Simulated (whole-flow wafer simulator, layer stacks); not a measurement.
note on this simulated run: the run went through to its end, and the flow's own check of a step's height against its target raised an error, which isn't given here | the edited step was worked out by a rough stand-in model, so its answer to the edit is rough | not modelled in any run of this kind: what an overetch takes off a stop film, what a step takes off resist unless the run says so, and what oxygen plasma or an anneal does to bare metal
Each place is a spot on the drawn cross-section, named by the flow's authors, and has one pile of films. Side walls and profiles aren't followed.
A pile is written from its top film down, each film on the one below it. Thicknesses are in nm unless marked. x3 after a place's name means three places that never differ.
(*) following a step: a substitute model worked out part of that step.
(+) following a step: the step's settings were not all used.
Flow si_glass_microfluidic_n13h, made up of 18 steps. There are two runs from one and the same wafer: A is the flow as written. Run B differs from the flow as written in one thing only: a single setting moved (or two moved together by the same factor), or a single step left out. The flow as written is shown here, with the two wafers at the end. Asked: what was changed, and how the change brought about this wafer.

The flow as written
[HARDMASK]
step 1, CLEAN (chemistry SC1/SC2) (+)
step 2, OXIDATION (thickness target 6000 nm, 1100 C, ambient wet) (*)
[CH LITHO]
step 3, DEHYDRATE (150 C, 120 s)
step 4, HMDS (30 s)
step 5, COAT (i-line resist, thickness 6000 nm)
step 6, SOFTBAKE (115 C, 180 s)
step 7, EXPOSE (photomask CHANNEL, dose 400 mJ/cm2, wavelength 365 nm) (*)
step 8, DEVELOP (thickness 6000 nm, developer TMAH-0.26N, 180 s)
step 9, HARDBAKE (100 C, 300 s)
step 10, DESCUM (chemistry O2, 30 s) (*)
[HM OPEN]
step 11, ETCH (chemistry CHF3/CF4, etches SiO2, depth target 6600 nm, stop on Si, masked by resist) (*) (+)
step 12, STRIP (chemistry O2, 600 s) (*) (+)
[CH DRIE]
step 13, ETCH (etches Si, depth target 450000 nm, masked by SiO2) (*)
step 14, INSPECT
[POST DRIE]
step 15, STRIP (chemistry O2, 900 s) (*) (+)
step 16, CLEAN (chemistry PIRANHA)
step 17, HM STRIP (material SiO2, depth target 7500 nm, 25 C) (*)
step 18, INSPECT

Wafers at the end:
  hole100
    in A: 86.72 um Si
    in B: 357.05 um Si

What caused this: step 13, ETCH: depth target 180000 nm was run, while the flow as written has depth target 450000 nm.

Step by step, how the change led to this:
  step 13, ETCH (etches Si, depth target 450000 nm, masked by SiO2) (*)
      land: A -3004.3 SiO2 | B -1202.1 SiO2
      hole100: A -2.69 chemical SiO2 (all of it), -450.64 um Si | B -2.69 chemical SiO2 (all of it), -180.31 um Si
  step 17, HM STRIP (material SiO2, depth target 7500 nm, 25 C) (*)
      land: A -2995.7 SiO2 (all of it) | B -4797.9 SiO2 (all of it)
